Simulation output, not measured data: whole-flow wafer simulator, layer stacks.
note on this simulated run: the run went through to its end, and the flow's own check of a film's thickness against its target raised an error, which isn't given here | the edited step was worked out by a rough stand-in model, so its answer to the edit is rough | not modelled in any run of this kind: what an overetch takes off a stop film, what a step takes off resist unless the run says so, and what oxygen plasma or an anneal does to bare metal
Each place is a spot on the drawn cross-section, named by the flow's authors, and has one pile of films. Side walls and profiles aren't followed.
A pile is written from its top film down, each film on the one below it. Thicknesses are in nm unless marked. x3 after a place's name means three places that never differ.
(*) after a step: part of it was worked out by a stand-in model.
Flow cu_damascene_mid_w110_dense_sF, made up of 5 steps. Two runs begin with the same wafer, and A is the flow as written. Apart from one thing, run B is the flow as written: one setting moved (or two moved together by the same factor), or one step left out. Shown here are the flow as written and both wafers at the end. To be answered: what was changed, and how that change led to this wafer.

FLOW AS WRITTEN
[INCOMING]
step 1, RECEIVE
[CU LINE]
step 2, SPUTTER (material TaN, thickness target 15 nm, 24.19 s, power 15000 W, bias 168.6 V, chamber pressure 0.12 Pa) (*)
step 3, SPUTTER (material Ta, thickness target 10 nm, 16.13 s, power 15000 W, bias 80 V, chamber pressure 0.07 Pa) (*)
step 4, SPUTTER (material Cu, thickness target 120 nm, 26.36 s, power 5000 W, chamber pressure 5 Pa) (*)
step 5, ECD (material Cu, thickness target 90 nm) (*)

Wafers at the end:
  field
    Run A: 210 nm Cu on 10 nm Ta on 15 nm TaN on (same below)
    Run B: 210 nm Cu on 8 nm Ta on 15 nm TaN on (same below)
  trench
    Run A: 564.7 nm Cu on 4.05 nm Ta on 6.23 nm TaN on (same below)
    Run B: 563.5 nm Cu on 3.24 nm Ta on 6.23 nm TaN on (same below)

The reason: step 3, SPUTTER: thickness target 8 nm was run, though the flow has thickness target 10 nm; step 3, SPUTTER: 12.9 s was run, where the flow has 16.13 s.
One can read it off the wafer: field has Ta 8, and step 3 as written asks for 10 nm.

Step by step, how the change led to this:
  step 3, SPUTTER (material Ta, thickness target 10 nm, 16.13 s, power 15000 W, bias 80 V, chamber pressure 0.07 Pa) (*)
      field: A +10 Ta (new film) | B +8 Ta (new film)
      trench: A +4.05 Ta (new film) | B +3.24 Ta (new film)
